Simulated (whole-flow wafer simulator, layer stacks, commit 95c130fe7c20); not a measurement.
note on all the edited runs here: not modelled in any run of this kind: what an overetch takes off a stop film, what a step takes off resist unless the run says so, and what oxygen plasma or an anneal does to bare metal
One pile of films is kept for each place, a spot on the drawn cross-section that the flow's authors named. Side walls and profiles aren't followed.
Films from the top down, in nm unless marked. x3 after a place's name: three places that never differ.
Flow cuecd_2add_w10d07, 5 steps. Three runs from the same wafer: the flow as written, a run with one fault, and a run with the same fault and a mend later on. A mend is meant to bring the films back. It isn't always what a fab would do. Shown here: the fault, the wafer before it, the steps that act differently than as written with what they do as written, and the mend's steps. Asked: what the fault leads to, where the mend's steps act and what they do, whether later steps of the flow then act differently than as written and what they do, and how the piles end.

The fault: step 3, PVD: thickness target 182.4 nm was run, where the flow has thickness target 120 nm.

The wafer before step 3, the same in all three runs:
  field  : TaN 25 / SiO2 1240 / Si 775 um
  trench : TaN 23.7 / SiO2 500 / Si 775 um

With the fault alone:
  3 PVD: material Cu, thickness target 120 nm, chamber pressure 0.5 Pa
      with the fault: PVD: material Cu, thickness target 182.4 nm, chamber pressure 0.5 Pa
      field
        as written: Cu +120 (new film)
        with the fault: Cu +182.4 (new film)
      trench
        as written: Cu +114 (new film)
        with the fault: Cu +173.5 (new film)
  No later step of the flow acts differently than as written at any place that is followed.
  At the end the piles differ from the flow's by more than 2% or 0.5 nm, whichever is larger, at field, trench.
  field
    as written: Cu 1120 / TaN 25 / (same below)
    with the fault: Cu 1182.4 / TaN 25 / (same below)
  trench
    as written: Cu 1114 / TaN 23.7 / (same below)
    with the fault: Cu 1173.5 / TaN 23.7 / (same below)

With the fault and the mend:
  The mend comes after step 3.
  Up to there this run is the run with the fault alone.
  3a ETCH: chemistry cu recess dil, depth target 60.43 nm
      field, trench
        Cu -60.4
  No later step of the flow acts differently than as written at any place that is followed.
  At the end the piles differ from the flow's only slightly at the places that both follow, by at most 2% or 0.5 nm, whichever is larger.
